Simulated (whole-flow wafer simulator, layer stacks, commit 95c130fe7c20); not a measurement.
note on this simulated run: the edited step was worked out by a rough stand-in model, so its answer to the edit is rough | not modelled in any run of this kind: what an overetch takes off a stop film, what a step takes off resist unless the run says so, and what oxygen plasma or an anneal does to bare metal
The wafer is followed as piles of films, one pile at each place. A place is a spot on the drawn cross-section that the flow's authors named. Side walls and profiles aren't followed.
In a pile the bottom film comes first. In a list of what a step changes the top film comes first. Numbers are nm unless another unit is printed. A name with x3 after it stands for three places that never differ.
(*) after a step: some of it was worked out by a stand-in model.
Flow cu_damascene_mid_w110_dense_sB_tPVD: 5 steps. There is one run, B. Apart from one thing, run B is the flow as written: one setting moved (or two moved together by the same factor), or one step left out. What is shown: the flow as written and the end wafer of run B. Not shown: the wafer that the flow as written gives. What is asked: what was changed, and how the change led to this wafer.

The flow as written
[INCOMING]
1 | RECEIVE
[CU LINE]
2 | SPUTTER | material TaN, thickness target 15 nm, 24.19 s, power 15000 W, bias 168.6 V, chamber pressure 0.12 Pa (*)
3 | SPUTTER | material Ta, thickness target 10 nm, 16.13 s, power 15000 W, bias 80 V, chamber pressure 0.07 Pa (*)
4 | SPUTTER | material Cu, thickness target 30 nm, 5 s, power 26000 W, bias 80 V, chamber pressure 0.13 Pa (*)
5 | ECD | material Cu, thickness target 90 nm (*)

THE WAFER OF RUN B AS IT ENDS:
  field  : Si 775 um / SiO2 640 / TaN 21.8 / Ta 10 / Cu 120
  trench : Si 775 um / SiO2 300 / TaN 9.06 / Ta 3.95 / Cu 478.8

Cause: step 2, SPUTTER: thickness target 21.8 nm was run, while the flow as written has thickness target 15 nm; step 2, SPUTTER: 35.08 s was run, where the flow has 24.19 s.
One can read it off the wafer: field has TaN 21.8, and step 2 as written asks for 15 nm.

How this came from the change, step by step:
  2 | SPUTTER | material TaN, thickness target 15 nm, 24.19 s, power 15000 W, bias 168.6 V, chamber pressure 0.12 Pa (*)
      field: +21.8 TaN (new film) (as written it would have been: +15 TaN (new film))
      trench: +9.06 TaN (new film) (as written it would have been: +6.23 TaN (new film))
